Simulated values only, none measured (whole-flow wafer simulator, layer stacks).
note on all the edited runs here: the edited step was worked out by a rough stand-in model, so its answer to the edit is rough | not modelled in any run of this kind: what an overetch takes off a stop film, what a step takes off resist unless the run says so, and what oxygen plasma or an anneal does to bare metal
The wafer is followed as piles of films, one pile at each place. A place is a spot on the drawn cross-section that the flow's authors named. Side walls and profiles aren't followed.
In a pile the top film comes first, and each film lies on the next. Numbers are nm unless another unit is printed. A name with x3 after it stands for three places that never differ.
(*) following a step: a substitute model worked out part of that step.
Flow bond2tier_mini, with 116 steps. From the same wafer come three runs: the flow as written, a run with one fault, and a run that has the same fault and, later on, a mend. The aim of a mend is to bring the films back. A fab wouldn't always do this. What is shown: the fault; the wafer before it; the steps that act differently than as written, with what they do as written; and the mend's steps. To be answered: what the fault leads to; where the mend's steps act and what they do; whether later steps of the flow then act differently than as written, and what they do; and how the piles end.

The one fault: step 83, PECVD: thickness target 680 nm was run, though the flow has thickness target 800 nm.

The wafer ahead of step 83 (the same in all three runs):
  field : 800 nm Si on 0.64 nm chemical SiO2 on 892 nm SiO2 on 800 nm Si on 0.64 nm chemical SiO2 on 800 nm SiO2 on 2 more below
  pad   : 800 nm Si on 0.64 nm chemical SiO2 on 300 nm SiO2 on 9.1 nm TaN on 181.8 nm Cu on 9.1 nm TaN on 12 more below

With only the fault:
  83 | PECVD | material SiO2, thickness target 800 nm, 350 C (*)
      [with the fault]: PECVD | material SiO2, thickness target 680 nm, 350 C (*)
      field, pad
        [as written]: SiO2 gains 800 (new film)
        [with the fault]: SiO2 gains 680 (new film)
  None of the later steps of the flow acts differently than as written at any place that is followed.
  The piles end different from the flow's at field, pad by more than 2% or 0.5 nm, whichever is larger.
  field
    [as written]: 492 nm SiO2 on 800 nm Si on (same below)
    [with the fault]: 372 nm SiO2 on 800 nm Si on (same below)
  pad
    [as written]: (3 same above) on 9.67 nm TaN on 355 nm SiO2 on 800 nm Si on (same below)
    [with the fault]: (3 same above) on 9.67 nm TaN on 235 nm SiO2 on 800 nm Si on (same below)

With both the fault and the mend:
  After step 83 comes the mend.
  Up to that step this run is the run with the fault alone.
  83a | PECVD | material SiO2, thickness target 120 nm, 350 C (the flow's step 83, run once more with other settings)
      field, pad
        SiO2 gains 120
  None of the later steps of the flow acts differently than as written at any place that is followed.
  At every place that both follow, the piles at the end match the flow's.
